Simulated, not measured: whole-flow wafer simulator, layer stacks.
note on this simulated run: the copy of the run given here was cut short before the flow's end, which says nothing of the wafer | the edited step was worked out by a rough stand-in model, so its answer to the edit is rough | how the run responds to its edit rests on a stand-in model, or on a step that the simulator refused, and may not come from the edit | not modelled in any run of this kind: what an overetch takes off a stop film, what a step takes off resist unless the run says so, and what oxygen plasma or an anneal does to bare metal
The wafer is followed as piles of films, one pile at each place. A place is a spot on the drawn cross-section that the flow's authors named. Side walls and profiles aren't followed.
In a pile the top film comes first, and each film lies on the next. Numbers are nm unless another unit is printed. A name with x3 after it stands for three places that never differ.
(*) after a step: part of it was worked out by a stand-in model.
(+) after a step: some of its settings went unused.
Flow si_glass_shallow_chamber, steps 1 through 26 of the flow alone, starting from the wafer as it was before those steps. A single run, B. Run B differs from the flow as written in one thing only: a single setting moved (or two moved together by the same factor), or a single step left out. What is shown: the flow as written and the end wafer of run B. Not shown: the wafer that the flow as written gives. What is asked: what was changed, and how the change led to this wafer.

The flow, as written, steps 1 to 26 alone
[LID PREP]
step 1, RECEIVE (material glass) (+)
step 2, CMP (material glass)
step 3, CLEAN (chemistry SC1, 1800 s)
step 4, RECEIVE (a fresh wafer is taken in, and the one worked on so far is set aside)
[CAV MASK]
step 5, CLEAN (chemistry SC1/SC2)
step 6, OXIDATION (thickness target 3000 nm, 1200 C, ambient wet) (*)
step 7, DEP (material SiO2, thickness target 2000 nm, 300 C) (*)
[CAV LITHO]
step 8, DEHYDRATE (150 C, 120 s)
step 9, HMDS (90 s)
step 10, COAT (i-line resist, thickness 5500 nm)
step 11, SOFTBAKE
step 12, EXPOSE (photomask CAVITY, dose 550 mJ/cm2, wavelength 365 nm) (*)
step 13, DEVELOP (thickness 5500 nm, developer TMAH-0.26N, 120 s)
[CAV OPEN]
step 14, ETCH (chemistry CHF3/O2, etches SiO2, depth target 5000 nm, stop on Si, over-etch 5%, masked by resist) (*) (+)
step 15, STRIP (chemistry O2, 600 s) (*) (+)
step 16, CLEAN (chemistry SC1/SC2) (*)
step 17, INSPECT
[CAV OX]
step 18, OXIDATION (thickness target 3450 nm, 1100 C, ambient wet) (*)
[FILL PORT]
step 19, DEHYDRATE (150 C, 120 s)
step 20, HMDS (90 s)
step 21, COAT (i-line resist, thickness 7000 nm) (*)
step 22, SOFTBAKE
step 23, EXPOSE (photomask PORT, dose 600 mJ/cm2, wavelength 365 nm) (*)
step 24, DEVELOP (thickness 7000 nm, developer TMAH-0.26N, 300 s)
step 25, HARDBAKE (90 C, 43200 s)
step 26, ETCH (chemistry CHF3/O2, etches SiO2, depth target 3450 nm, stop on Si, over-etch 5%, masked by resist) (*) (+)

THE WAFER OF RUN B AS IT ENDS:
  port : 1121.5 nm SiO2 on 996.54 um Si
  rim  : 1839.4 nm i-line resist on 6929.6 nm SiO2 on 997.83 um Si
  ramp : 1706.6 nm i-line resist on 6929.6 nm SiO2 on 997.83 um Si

Cause: step 18, OXIDATION: thickness target 4744 nm was run, though the flow has thickness target 3450 nm.

Step by step, how the change led to this:
  step 18, OXIDATION (thickness target 3450 nm, 1100 C, ambient wet) (*)
      rim, ramp, septum, ring: SiO2 gains 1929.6, Si loses 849 (it would be, as written: SiO2 gains 1109.8, Si loses 488.3)
      cav, port: SiO2 gains 4744 (new film), chemical SiO2 loses 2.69 (all of it), Si loses 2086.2 (it would be, as written: SiO2 gains 3450 (new film), chemical SiO2 loses 2.69 (all of it), Si loses 1516.8)
  step 21, COAT (i-line resist, thickness 7000 nm) (*)
      ramp: i-line resist gains 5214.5 (new film) (it would be, as written: i-line resist gains 5087.8 (new film))
  step 22, SOFTBAKE
      rim: i-line resist loses 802 (it would be, as written: i-line resist loses 849)
      ramp: i-line resist loses 402.5 (it would be, as written: i-line resist loses 434.5)
      (as well as at 4 more places)
  step 25, HARDBAKE (90 C, 43200 s)
      rim: i-line resist loses 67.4 (it would be, as written: i-line resist loses 62.5)
      ramp: i-line resist loses 62.5 (it would be, as written: i-line resist loses 57.1)
  step 26, ETCH (chemistry CHF3/O2, etches SiO2, depth target 3450 nm, stop on Si, over-etch 5%, masked by resist) (*) (+)
      port: SiO2 loses 3622.5 (it would be, as written: SiO2 loses 3450 (all of it), Si loses 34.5)
